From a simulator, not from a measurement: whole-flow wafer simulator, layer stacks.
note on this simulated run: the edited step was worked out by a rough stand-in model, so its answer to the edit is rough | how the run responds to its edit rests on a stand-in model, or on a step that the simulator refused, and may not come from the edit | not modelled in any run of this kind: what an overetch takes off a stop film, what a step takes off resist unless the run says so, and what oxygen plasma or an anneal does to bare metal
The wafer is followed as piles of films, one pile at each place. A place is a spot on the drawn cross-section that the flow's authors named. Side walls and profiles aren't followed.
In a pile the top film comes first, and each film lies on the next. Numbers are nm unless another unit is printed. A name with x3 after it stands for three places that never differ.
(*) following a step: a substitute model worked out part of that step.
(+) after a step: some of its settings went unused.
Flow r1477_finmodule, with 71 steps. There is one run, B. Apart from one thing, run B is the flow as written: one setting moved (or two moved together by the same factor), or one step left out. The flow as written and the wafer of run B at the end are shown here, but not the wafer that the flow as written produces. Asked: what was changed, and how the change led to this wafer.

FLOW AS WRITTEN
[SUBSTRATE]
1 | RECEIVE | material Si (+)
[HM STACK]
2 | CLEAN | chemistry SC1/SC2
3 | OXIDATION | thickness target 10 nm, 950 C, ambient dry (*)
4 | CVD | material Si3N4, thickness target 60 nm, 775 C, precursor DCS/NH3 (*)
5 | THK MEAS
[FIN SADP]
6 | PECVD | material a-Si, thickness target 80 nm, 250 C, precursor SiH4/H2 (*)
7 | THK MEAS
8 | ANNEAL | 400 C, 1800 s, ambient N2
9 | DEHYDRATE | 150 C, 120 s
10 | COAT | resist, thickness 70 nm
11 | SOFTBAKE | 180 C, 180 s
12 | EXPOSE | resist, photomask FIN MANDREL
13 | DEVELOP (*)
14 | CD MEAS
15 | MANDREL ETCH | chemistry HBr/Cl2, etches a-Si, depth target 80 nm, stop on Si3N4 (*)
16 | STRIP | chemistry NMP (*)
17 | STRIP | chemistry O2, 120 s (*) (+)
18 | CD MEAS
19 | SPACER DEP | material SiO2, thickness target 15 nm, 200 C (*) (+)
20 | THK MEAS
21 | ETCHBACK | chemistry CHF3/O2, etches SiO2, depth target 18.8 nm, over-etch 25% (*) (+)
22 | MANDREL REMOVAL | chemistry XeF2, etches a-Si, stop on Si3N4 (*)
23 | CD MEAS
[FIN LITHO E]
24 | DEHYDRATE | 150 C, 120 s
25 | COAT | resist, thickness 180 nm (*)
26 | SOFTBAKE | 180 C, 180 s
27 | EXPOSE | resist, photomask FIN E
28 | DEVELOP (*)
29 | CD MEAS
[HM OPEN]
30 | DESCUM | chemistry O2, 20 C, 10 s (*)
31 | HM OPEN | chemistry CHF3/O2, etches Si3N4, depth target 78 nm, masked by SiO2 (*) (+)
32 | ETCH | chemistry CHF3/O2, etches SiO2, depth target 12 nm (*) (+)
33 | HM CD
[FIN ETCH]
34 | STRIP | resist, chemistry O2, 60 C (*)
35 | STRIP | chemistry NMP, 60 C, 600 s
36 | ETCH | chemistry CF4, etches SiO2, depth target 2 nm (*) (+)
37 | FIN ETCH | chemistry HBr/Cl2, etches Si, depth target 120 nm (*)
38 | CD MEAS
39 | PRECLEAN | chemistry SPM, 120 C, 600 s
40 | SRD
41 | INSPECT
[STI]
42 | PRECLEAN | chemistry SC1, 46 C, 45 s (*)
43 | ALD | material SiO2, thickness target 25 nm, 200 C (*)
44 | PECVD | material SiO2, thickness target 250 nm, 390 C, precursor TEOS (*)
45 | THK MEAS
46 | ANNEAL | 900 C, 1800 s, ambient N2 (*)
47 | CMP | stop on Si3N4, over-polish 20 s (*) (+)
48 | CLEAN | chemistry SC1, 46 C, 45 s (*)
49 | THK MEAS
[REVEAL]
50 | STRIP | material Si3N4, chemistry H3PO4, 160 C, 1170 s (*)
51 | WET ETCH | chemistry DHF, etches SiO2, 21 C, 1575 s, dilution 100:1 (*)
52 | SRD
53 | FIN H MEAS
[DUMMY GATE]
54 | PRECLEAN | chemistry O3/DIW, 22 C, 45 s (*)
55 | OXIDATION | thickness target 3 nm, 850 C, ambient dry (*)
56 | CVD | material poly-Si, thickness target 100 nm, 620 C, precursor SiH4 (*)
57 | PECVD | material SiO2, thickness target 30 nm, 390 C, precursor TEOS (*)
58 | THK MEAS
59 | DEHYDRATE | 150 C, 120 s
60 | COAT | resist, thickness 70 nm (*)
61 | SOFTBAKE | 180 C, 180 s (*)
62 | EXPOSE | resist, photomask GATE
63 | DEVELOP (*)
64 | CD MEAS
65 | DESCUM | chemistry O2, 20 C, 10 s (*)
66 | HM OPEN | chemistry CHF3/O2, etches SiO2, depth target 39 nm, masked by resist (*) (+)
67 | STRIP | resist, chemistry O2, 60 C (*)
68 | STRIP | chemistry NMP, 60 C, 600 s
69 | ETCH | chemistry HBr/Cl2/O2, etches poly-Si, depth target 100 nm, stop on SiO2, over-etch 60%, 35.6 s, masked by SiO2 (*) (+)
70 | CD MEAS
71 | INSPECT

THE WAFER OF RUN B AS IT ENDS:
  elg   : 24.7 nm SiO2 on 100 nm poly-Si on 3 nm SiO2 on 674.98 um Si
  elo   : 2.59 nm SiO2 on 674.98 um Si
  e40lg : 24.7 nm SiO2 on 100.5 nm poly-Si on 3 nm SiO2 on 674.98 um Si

Cause: step 3, OXIDATION: 1092 C was run, while the flow as written has 950 C.

The path from the change to this, step by step:
  3 | OXIDATION | thickness target 10 nm, 950 C, ambient dry (*)
      pad, padg, elg and 33 more: SiO2 gains 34 (new film), chemical SiO2 loses 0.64 (all of it), Si loses 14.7 (as written it would have been: SiO2 gains 10 (new film), chemical SiO2 loses 0.64 (all of it), Si loses 4.12)
  31 | HM OPEN | chemistry CHF3/O2, etches Si3N4, depth target 78 nm, masked by SiO2 (*) (+)
      pad, padg, esg and 13 more: Si3N4 loses 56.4 (all of it), SiO2 loses 10.8 (as written it would have been: Si3N4 loses 56.4 (all of it), SiO2 loses 10 (all of it))
  32 | ETCH | chemistry CHF3/O2, etches SiO2, depth target 12 nm (*) (+)
      pad, padg, e40sg and 11 more: SiO2 loses 12 (as written it would have been: Si loses 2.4)
      s40cg, s45cg, s50cg, s40co, s45co, s50co: SiO2 loses 12 (as written it would have been: SiO2 loses 1 (all of it), Si loses 2.2)
      (also at 2 further places)
  34 | STRIP | resist, chemistry O2, 60 C (*)
      pad, padg, esg and 19 more: nothing (as written it would have been: chemical SiO2 gains 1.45 (new film), Si loses 0.64)
  36 | ETCH | chemistry CF4, etches SiO2, depth target 2 nm (*) (+)
      pad, padg, esg and 19 more: SiO2 loses 2 (as written it would have been: chemical SiO2 loses 1.45 (all of it), Si loses 0.46)
  37 | FIN ETCH | chemistry HBr/Cl2, etches Si, depth target 120 nm (*)
      pad, padg, esg and 19 more: nothing (as written it would have been: Si loses 120)
      elg, e40lg, e100lg, e200lg, elo, e40lo, e100lo, e200lo: nothing (as written it would have been: Si3N4 loses 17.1)
      (also at 6 further places)
  39 | PRECLEAN | chemistry SPM, 120 C, 600 s
      pad, padg, esg and 19 more: nothing (as written it would have been: chemical SiO2 gains 0.8 (new film), Si loses 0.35)
  43 | ALD | material SiO2, thickness target 25 nm, 200 C (*)
      pad, padg, e40sg and 12 more: SiO2 gains 25 (as written it would have been: SiO2 gains 25 (new film))
      s40cg, s45cg, s50cg, s40co, s45co, s50co: SiO2 gains 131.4 (as written it would have been: SiO2 gains 232.1 (new film))
      (also at 1 further place)
  47 | CMP | stop on Si3N4, over-polish 20 s (*) (+)
      elg, e40lg, e100lg, e200lg, elo, e40lo, e100lo, e200lo: SiO2 loses 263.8 (all of it), Si3N4 loses 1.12 (as written it would have been: SiO2 loses 241.6)
      pad, padg, e40sg and 11 more: SiO2 loses 186.2 (as written it would have been: SiO2 loses 71.8)
      (also at 14 further places)
  50 | STRIP | material Si3N4, chemistry H3PO4, 160 C, 1170 s (*)
      elg, e40lg, e100lg, e200lg, elo, e40lo, e100lo, e200lo: Si3N4 loses 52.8 (all of it), SiO2 loses 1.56 (as written it would have been: SiO2 loses 4.28)
      s40sg_line, s45sg_line, s50sg_line, s40so_line, s45so_line, s50so_line: Si3N4 loses 52.8 (all of it), SiO2 loses 1.56 (as written it would have been: Si3N4 loses 58.9 (all of it), SiO2 loses 1.37)
  51 | WET ETCH | chemistry DHF, etches SiO2, 21 C, 1575 s, dilution 100:1 (*)
      elg, e40lg, e100lg, e200lg, elo, e40lo, e100lo, e200lo: SiO2 loses 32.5 (all of it) (as written it would have been: SiO2 loses 17.8 (all of it), Si3N4 loses 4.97)
      pad, padg, e40sg and 12 more: SiO2 loses 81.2 (as written it would have been: SiO2 loses 85.7)
      (also at 6 further places)
  54 | PRECLEAN | chemistry O3/DIW, 22 C, 45 s (*)
      elg, e40lg, e100lg, e200lg, elo, e40lo, e100lo, e200lo: chemical SiO2 gains 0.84 (new film), Si loses 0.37 (as written it would have been: nothing)
  55 | OXIDATION | thickness target 3 nm, 850 C, ambient dry (*)
      pad, padg, e40sg and 12 more: SiO2 gains 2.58, Si loses 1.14 (as written it would have been: SiO2 gains 1.21, chemical SiO2 loses 0.74 (all of it), Si loses 0.21)
      elg, e40lg, e100lg, e200lg, elo, e40lo, e100lo, e200lo: SiO2 gains 3 (new film), chemical SiO2 loses 0.84 (all of it), Si loses 0.95 (as written it would have been: nothing)
      (also at 7 further places)
  56 | CVD | material poly-Si, thickness target 100 nm, 620 C, precursor SiH4 (*)
      s40cg, s40co: poly-Si gains 100 (new film) (as written it would have been: poly-Si gains 113.9 (new film))
      s45cg, s45co: poly-Si gains 100 (new film) (as written it would have been: poly-Si gains 113.4 (new film))
      (also at 3 further places)
  60 | COAT | resist, thickness 70 nm (*)
      e100lg, e200lg, elo, e100lo, e200lo: resist gains 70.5 (new film) (as written it would have been: resist gains 66.9 (new film))
      e40lg, e40lo: resist gains 70.3 (new film) (as written it would have been: resist gains 66.9 (new film))
      (also at 26 further places)
  63 | DEVELOP (*)
      elo, e100lo, e200lo: resist loses 70.5 (all of it) (as written it would have been: resist loses 66.9 (all of it))
      eso: resist loses 69.5 (all of it) (as written it would have been: resist loses 129.5 (all of it))
      (also at 13 further places)
  ... 1 other step ...
  69 | ETCH | chemistry HBr/Cl2/O2, etches poly-Si, depth target 100 nm, stop on SiO2, over-etch 60%, 35.6 s, masked by SiO2 (*) (+)
      s40co: chemical SiO2 loses 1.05 (all of it), poly-Si loses 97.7 (all of it), SiO2 loses 0.41 (as written it would have been: chemical SiO2 loses 1.46 (all of it), poly-Si loses 111.5 (all of it), SiO2 loses 0.24)
      s45co: chemical SiO2 loses 1.05 (all of it), poly-Si loses 97.7 (all of it), SiO2 loses 0.41 (as written it would have been: chemical SiO2 loses 1.46 (all of it), poly-Si loses 110.9 (all of it), SiO2 loses 0.25)
      (also at 1 further place)
